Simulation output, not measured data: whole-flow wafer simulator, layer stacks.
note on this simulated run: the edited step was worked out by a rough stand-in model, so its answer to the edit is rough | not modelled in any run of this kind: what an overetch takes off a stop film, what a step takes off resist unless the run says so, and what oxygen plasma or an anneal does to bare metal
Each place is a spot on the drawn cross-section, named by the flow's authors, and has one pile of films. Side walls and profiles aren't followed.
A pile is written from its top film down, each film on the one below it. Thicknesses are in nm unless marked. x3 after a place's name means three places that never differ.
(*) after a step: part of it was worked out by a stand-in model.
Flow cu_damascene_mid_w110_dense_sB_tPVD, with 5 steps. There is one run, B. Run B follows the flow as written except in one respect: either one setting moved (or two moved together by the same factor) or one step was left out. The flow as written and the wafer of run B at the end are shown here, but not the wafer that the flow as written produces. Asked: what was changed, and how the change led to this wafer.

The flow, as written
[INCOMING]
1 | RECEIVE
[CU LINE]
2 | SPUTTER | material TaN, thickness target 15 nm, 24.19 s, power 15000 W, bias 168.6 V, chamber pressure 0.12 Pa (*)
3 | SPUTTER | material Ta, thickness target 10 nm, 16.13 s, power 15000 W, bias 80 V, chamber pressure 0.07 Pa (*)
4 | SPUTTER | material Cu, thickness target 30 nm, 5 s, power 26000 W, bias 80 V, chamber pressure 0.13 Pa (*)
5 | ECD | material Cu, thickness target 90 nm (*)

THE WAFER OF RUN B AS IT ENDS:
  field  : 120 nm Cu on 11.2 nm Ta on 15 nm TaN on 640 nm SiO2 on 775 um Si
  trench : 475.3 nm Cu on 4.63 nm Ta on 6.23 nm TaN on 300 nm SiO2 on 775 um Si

What caused this: step 3, SPUTTER: power 16800 W was run, while the flow as written has power 15000 W.

The path from the change to this, step by step:
  3 | SPUTTER | material Ta, thickness target 10 nm, 16.13 s, power 15000 W, bias 80 V, chamber pressure 0.07 Pa (*)
      field: Ta gains 11.2 (new film) (as written it would have been: Ta gains 10 (new film))
      trench: Ta gains 4.63 (new film) (as written it would have been: Ta gains 4.05 (new film))
